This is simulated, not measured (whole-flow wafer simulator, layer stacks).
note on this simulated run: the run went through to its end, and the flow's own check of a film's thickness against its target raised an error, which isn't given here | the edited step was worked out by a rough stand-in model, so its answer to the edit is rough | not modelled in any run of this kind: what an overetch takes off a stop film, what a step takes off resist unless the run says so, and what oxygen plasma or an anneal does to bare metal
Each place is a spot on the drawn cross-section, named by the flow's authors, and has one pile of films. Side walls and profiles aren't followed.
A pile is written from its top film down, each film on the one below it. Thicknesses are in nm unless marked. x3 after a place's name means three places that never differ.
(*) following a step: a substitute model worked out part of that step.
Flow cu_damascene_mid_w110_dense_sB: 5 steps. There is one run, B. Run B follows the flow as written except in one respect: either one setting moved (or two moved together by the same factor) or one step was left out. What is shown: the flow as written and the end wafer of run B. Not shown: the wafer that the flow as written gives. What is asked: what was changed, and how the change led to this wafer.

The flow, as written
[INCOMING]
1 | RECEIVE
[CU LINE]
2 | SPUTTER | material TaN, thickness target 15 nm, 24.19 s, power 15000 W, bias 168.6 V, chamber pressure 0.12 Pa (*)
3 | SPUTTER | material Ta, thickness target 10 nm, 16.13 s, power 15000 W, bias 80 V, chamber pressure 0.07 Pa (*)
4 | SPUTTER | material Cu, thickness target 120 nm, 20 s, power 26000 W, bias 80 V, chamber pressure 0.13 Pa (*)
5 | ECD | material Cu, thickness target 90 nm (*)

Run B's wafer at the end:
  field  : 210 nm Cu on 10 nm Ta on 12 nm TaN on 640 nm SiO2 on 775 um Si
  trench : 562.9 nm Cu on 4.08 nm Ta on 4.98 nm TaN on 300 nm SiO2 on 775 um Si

Cause: step 2, SPUTTER: thickness target 12 nm was run, whereas the flow has thickness target 15 nm; step 2, SPUTTER: 19.35 s was run, where the flow has 24.19 s.
One can read it off the wafer: field has TaN 12, and step 2 as written asks for 15 nm.

The path from the change to this, step by step:
  2 | SPUTTER | material TaN, thickness target 15 nm, 24.19 s, power 15000 W, bias 168.6 V, chamber pressure 0.12 Pa (*)
      field: TaN gains 12 (new film) (it would be, as written: TaN gains 15 (new film))
      trench: TaN gains 4.98 (new film) (it would be, as written: TaN gains 6.23 (new film))
